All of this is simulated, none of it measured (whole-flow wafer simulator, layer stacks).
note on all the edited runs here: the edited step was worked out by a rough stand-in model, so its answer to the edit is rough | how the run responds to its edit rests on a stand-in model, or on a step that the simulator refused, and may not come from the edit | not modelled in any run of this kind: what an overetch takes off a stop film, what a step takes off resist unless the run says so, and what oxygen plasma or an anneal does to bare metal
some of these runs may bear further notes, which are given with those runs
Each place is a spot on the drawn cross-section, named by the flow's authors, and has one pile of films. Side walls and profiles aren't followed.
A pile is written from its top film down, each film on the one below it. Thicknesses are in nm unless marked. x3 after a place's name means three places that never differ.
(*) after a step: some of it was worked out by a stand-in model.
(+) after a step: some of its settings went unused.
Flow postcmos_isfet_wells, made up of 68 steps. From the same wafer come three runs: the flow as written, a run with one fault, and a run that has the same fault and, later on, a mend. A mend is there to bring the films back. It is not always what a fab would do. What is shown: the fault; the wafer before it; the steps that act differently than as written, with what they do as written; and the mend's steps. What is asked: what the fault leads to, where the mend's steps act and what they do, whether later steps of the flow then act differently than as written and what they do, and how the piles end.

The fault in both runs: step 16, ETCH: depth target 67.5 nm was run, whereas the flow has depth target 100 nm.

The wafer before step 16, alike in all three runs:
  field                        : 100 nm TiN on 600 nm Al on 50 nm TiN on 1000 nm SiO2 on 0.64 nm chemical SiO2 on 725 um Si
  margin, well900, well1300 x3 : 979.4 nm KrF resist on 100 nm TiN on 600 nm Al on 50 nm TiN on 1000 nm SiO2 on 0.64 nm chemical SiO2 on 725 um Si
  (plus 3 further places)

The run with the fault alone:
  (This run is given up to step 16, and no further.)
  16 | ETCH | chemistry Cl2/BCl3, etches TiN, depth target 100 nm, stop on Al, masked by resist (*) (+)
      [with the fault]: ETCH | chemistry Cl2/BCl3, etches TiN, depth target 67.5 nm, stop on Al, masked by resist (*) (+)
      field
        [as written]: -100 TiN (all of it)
        [with the fault]: -67.5 TiN
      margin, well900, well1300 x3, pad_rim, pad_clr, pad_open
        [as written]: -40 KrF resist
        [with the fault]: -27 KrF resist
  After step 16, at field, the piles differ from the flow's by more than 2% or 0.5 nm, whichever is larger.
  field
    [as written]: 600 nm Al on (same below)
    [with the fault]: 32.5 nm TiN on 600 nm Al on (same below)

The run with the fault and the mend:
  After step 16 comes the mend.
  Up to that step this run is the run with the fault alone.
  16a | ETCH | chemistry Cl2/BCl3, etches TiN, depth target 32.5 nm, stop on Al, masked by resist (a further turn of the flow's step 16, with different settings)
      margin, well900, well1300 x3, pad_rim, pad_clr, pad_open
        -13 KrF resist
      field
        -32.5 TiN (all of it)
  Later steps of the flow that are run all act as written at every place that is followed.
  By the end, the piles equal the flow's at every place that both follow.
